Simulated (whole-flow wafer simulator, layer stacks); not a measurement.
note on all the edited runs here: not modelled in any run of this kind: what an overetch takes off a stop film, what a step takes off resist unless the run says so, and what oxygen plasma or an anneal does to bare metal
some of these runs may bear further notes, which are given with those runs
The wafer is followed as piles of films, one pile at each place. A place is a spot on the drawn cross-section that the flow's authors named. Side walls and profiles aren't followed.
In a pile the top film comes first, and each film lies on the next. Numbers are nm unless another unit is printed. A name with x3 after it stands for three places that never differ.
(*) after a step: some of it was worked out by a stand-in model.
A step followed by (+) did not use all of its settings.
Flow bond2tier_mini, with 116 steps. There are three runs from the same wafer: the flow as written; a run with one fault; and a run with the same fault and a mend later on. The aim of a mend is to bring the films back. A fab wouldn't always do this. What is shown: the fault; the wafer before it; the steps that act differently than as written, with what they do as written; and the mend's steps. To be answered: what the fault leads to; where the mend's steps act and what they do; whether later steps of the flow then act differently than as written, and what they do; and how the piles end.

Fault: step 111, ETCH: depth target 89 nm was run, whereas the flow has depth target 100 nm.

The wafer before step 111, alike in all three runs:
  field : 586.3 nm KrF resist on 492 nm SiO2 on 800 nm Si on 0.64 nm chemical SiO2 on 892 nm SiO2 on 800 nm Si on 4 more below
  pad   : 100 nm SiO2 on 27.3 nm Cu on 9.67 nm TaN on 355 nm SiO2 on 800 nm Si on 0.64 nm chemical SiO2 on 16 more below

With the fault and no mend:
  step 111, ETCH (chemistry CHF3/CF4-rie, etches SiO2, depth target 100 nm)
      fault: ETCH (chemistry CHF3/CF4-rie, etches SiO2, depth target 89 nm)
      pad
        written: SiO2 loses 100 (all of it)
        fault: SiO2 loses 89
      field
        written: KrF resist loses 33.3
        fault: KrF resist loses 29.7
  Steps later in the flow that act otherwise than as written (3 more steps, not shown, differ only slightly: by at most 2% or 0.5 nm, whichever is larger):
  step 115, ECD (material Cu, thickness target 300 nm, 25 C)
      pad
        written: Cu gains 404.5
        fault: Cu gains 393
  The piles end different from the flow's at pad by more than 2% or 0.5 nm, whichever is larger.
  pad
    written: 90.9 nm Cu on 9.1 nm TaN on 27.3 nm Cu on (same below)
    fault: 79.8 nm Cu on 9.2 nm TaN on 11 nm SiO2 on 27.3 nm Cu on (same below)

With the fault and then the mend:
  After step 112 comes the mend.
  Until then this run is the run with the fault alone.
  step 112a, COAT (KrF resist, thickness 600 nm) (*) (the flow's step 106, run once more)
      field
        KrF resist gains 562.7 (new film)
      pad
        KrF resist gains 639.1 (new film)
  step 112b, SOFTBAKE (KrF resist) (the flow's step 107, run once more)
      does not change any film at any place that is followed
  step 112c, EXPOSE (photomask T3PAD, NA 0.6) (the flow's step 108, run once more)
      does not change any film at any place that is followed
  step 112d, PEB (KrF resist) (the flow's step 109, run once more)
      does not change any film at any place that is followed
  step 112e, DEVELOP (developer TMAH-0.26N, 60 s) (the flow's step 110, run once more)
      field
        KrF resist loses 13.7
      pad
        KrF resist loses 639.1 (all of it)
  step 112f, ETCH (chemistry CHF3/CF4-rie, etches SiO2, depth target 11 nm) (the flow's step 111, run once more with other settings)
      field
        KrF resist loses 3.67
      pad
        SiO2 loses 11 (all of it)
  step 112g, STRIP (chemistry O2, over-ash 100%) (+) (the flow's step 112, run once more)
      field
        KrF resist loses 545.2 (all of it)
  None of the later steps of the flow acts differently than as written at any place that is followed.
  The piles end the same as the flow's at every place that both follow.
